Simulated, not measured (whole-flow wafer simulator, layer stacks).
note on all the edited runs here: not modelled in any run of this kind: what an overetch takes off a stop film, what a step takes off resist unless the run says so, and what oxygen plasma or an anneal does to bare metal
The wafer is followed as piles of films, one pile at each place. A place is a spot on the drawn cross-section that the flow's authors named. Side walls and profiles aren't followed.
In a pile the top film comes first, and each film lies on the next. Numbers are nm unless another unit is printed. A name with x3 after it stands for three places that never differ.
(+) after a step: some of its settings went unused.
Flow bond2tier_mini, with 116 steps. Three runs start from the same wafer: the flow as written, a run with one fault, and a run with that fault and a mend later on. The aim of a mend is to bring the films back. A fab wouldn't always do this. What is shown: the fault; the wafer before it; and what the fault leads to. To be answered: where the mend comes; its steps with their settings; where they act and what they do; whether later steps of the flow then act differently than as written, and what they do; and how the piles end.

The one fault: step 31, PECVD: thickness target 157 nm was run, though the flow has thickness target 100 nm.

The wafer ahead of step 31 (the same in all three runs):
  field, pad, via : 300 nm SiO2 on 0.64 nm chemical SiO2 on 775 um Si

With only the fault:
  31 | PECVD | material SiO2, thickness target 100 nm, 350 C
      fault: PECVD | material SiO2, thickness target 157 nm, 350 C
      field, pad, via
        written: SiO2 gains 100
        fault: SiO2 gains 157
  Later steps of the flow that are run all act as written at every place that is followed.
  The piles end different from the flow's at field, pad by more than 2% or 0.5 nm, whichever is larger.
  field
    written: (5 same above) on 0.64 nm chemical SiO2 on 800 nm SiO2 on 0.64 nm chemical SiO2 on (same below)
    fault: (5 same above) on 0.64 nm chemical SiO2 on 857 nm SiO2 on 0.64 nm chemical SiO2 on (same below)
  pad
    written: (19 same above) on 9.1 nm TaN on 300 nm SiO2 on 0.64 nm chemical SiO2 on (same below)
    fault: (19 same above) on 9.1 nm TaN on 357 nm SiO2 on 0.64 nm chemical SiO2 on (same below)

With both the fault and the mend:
  The mend follows step 36.
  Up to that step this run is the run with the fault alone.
  36a | STRIP | chemistry O2, over-ash 100% (+)
      field
        KrF resist loses 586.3 (all of it)
  36b | ETCH | chemistry CHF3/CF4-rie, etches SiO2, depth target 57 nm
      field, pad, via
        SiO2 loses 57
  36c | COAT | KrF resist, thickness 600 nm (a further turn of the flow's step 32)
      field, pad, via
        KrF resist gains 600 (new film)
  36d | SOFTBAKE | KrF resist (a further turn of the flow's step 33)
      does not change any film at any place that is followed
  36e | EXPOSE | photomask APAD, NA 0.6 (a further turn of the flow's step 34)
      does not change any film at any place that is followed
  36f | PEB | KrF resist (a further turn of the flow's step 35)
      does not change any film at any place that is followed
  36g | DEVELOP | developer TMAH-0.26N, 60 s (a further turn of the flow's step 36)
      pad, via
        KrF resist loses 600 (all of it)
      field
        KrF resist loses 13.7
  Later steps of the flow that are run all act as written at every place that is followed.
  The piles end the same as the flow's at every place that both follow.
